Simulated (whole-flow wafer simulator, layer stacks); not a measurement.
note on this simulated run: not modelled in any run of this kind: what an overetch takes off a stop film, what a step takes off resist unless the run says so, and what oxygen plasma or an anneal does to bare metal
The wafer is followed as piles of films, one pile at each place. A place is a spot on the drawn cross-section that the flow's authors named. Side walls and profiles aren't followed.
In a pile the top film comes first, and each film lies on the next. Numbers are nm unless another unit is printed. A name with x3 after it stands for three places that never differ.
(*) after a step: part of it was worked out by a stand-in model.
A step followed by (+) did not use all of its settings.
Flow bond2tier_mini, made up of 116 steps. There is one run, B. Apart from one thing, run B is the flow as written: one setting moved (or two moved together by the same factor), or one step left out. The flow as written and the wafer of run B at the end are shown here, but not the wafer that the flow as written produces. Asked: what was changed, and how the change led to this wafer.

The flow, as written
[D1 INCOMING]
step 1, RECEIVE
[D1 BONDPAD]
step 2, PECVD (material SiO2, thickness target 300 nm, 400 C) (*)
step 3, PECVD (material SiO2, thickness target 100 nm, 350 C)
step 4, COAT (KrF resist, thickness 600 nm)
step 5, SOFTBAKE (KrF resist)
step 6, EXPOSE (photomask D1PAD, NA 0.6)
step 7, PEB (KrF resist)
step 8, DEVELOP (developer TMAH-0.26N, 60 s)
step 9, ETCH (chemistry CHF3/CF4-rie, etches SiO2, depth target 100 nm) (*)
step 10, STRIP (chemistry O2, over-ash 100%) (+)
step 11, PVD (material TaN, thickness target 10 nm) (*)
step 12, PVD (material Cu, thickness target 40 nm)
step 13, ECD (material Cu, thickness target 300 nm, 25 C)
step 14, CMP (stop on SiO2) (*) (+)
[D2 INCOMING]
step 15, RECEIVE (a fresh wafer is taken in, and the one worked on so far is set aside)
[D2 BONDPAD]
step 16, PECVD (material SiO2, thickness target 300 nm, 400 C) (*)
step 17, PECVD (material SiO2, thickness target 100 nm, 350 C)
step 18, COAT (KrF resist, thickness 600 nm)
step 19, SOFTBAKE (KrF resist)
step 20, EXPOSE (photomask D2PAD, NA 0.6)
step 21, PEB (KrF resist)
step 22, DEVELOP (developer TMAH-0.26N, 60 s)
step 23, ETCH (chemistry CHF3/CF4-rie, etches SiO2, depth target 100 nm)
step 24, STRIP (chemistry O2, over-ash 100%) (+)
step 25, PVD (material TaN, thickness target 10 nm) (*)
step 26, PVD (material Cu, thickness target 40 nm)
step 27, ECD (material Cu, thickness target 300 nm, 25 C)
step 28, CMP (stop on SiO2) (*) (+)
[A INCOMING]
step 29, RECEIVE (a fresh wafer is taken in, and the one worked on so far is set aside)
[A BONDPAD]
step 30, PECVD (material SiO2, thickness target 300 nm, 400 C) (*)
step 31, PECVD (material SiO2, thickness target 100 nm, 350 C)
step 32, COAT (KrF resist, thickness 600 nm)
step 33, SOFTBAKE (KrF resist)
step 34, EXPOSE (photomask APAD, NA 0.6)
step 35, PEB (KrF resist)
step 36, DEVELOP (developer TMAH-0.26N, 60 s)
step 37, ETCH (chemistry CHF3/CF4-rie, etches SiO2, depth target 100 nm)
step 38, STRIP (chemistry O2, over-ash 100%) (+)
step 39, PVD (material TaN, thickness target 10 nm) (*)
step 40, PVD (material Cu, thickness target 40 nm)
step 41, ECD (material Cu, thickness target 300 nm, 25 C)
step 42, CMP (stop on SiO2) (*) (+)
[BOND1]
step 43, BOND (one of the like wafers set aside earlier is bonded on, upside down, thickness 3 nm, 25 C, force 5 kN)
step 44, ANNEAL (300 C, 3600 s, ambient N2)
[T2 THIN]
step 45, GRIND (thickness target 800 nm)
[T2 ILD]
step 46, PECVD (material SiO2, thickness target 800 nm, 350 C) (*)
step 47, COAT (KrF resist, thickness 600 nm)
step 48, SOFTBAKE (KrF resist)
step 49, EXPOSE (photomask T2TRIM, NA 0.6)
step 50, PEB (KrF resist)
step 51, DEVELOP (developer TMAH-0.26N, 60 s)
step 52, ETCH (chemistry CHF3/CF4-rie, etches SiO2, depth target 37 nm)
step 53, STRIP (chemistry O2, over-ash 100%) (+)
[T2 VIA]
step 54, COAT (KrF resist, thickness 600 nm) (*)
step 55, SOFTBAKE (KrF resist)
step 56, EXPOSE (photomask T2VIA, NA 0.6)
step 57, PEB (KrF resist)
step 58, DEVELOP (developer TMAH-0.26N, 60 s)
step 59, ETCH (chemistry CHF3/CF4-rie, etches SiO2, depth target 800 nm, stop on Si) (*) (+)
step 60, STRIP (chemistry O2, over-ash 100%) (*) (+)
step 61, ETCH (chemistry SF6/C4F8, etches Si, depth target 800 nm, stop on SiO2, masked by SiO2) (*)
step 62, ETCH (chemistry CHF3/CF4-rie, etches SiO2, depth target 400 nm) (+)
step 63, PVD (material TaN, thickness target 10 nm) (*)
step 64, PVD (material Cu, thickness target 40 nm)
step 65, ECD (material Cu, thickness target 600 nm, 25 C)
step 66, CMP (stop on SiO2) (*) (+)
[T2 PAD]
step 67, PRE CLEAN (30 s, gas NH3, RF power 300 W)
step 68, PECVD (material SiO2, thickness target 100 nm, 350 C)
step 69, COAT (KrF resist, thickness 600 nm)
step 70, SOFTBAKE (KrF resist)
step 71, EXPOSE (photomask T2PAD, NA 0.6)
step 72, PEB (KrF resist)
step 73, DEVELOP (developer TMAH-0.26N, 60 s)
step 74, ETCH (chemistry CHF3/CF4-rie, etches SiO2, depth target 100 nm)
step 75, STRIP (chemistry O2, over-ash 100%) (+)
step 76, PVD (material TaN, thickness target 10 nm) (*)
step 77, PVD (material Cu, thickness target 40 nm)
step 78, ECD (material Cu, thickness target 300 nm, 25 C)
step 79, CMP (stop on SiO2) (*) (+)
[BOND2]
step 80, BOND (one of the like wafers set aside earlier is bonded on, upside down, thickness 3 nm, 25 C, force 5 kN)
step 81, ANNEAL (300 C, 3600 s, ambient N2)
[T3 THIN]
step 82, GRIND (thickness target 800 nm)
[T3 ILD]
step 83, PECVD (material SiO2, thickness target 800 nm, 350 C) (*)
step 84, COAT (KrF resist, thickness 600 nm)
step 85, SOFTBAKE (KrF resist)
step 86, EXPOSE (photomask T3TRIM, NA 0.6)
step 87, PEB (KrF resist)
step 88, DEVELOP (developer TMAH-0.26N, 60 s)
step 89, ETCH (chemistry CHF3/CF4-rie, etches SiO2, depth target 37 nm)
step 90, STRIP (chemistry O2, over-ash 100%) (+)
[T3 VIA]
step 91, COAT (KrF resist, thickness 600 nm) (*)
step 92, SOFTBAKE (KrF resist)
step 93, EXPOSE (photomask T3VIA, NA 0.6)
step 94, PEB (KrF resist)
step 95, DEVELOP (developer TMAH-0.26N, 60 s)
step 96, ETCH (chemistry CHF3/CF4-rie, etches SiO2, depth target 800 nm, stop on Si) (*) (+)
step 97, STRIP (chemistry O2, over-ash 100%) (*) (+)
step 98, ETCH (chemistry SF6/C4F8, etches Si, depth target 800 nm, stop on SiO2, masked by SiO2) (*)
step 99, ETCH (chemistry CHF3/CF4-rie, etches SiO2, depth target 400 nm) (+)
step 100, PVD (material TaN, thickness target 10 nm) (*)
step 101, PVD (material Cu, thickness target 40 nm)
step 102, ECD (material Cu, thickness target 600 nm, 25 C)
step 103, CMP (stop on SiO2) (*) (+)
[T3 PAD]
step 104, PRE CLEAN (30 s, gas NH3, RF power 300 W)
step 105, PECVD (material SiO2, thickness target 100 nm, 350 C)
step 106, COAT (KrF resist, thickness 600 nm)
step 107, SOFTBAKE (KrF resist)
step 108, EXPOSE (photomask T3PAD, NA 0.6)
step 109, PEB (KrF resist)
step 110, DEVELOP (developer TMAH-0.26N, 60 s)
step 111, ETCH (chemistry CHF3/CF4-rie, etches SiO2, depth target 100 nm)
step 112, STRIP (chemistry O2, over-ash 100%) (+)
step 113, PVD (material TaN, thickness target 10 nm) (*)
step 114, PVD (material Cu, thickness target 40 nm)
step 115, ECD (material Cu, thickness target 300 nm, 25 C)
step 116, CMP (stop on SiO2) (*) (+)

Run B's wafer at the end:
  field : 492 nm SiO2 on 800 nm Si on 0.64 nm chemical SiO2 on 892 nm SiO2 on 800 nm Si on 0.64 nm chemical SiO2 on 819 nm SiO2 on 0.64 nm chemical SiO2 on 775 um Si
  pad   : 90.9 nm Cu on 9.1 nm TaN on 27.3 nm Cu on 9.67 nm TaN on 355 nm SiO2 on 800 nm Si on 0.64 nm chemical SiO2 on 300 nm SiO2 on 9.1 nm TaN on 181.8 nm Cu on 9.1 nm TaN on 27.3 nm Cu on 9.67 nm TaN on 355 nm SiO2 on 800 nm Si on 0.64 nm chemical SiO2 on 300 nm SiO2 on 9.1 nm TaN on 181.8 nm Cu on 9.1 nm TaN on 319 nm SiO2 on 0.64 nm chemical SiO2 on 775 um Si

What caused this: step 31, PECVD: thickness target 119 nm was run, whereas the flow has thickness target 100 nm.

The path from the change to this, step by step:
  step 31, PECVD (material SiO2, thickness target 100 nm, 350 C)
      field, pad, via: SiO2 gains 119 (it would be, as written: SiO2 gains 100)
